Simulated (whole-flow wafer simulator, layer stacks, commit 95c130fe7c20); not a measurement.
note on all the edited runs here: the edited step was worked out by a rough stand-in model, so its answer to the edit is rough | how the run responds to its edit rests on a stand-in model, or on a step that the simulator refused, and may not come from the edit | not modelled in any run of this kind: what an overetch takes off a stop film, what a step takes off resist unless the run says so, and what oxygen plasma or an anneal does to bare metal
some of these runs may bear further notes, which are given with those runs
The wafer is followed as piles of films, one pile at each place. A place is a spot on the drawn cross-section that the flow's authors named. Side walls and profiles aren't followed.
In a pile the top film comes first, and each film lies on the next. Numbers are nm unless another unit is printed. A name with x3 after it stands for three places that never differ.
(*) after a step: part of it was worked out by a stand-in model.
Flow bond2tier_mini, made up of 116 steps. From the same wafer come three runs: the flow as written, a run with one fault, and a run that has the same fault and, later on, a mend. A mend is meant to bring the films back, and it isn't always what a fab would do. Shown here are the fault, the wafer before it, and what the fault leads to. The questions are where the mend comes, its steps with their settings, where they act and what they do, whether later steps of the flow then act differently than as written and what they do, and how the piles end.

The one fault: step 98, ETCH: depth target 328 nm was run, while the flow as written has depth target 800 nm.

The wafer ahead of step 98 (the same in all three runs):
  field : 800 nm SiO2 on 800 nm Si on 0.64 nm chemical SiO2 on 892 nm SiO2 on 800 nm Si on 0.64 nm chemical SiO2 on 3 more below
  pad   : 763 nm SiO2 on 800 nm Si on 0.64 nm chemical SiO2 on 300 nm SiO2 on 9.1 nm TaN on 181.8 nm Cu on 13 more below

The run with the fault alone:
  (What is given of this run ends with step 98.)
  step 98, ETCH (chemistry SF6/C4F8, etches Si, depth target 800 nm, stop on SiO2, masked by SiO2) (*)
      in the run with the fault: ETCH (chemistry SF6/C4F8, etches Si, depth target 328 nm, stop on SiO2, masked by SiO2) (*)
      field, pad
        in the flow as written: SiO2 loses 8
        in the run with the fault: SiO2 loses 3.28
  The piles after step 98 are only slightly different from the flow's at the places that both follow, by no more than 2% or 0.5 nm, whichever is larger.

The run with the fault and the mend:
  The mend stands after step 98.
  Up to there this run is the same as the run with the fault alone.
  step 98a, ETCH (chemistry SF6/C4F8, etches Si, depth target 472 nm, stop on SiO2, masked by SiO2) (*) (the flow's step 98 again, with other settings)
      field, pad
        SiO2 loses 4.72
  None of the later steps of the flow acts differently than as written at any place that is followed.
  At every place that both follow, the piles at the end match the flow's.
